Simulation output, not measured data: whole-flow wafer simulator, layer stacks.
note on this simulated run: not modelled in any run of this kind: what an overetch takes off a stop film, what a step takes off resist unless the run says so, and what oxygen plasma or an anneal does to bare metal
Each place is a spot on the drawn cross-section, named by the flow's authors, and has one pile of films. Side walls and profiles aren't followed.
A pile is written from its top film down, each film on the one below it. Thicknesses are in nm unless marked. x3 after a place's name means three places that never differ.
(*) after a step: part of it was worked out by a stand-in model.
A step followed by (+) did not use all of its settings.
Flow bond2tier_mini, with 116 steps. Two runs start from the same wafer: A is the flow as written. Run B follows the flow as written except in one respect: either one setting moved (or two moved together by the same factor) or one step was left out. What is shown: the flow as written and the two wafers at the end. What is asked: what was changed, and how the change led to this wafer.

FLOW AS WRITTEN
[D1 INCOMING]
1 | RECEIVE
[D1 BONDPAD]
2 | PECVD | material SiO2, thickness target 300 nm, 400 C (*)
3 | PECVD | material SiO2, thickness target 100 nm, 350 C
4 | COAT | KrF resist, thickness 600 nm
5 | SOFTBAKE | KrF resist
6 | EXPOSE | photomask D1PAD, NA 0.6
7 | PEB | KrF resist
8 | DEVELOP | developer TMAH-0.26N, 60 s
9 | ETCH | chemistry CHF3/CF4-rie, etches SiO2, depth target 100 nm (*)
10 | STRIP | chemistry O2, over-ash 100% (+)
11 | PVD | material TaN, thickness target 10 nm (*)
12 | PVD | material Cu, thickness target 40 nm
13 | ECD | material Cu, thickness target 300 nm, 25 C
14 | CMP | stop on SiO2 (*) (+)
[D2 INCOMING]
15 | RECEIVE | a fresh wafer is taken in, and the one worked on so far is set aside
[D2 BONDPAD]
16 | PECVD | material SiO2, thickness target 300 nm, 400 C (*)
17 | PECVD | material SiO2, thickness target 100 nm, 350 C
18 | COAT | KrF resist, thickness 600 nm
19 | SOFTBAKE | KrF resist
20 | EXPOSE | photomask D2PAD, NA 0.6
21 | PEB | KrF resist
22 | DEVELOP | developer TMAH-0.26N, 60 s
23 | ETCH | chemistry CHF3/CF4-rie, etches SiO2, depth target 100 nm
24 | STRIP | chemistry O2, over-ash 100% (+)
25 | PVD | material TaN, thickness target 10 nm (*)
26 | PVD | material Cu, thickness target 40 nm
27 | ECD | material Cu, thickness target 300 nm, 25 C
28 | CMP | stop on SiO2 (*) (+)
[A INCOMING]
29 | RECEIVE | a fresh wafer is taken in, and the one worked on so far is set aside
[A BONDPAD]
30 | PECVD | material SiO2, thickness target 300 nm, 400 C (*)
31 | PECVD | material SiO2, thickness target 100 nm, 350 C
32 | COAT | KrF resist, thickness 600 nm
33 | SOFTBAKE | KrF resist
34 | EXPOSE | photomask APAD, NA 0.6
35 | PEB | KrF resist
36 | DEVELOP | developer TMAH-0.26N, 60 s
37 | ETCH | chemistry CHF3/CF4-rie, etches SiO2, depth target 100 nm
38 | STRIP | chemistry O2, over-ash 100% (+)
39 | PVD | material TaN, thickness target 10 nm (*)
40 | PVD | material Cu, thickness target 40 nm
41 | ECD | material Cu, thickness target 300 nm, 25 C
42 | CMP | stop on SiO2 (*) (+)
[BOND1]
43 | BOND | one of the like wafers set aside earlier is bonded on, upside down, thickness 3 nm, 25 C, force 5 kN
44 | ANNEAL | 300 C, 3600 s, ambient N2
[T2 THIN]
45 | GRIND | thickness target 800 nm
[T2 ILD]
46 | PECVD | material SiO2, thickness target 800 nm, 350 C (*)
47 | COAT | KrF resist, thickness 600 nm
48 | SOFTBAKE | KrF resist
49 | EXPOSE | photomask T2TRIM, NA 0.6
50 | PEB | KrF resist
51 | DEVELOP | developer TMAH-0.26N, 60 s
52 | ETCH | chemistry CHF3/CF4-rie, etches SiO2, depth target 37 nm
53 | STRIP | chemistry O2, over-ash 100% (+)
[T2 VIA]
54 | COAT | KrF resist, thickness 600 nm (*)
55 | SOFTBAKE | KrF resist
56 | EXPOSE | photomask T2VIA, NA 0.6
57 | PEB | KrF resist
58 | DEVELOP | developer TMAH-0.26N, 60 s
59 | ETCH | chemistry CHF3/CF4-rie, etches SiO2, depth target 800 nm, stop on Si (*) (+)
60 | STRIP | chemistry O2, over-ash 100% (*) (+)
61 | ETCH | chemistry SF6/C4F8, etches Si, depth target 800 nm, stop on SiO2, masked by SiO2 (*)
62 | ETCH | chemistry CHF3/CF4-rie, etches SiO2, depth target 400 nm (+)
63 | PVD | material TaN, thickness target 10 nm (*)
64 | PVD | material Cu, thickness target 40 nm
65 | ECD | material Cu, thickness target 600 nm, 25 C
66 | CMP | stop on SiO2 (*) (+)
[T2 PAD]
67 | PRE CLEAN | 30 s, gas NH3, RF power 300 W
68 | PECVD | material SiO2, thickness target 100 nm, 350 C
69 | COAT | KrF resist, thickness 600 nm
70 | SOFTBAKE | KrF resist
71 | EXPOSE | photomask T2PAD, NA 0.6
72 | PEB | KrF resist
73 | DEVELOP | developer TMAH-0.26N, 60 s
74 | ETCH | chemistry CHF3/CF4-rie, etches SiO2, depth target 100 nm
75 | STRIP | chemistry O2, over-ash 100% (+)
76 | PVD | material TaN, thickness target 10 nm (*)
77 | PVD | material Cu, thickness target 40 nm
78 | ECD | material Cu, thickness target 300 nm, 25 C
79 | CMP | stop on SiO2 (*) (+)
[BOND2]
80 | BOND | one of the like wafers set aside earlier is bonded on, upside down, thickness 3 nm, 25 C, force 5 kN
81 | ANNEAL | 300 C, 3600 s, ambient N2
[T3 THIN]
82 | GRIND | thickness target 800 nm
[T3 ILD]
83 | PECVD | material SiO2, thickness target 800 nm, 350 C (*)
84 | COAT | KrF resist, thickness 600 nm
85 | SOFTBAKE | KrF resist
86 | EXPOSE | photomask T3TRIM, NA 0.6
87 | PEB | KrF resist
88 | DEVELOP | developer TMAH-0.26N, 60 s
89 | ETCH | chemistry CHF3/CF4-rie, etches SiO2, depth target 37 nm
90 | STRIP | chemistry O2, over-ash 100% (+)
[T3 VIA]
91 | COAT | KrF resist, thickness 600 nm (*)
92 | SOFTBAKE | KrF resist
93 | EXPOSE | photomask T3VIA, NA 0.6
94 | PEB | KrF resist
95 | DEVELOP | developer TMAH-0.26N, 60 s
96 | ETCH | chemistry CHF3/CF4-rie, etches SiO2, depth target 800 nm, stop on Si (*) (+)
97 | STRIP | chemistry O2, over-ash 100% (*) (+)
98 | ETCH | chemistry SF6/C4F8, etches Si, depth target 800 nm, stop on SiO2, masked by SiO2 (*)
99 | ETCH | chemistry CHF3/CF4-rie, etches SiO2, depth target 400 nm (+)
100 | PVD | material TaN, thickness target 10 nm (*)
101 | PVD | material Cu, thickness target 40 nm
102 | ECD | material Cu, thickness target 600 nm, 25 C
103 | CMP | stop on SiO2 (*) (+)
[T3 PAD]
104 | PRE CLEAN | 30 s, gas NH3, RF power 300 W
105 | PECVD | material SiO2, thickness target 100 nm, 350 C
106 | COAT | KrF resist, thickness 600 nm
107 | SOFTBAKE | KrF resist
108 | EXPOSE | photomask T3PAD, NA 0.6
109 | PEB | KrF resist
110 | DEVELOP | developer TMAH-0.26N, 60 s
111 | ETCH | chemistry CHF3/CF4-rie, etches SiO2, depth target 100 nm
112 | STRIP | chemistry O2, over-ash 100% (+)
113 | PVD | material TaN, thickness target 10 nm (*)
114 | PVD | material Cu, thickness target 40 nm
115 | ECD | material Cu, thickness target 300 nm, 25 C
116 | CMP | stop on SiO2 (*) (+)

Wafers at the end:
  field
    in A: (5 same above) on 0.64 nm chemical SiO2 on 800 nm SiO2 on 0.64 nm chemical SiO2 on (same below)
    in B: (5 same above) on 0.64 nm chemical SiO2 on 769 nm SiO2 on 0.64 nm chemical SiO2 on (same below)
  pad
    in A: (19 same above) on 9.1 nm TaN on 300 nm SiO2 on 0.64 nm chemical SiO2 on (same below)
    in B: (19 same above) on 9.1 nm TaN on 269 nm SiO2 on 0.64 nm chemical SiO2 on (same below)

The reason: step 31, PECVD: thickness target 69 nm was run, while the flow as written has thickness target 100 nm.

Step by step, how the change led to this:
  31 | PECVD | material SiO2, thickness target 100 nm, 350 C
      field, pad, via: A SiO2 gains 100 | B SiO2 gains 69
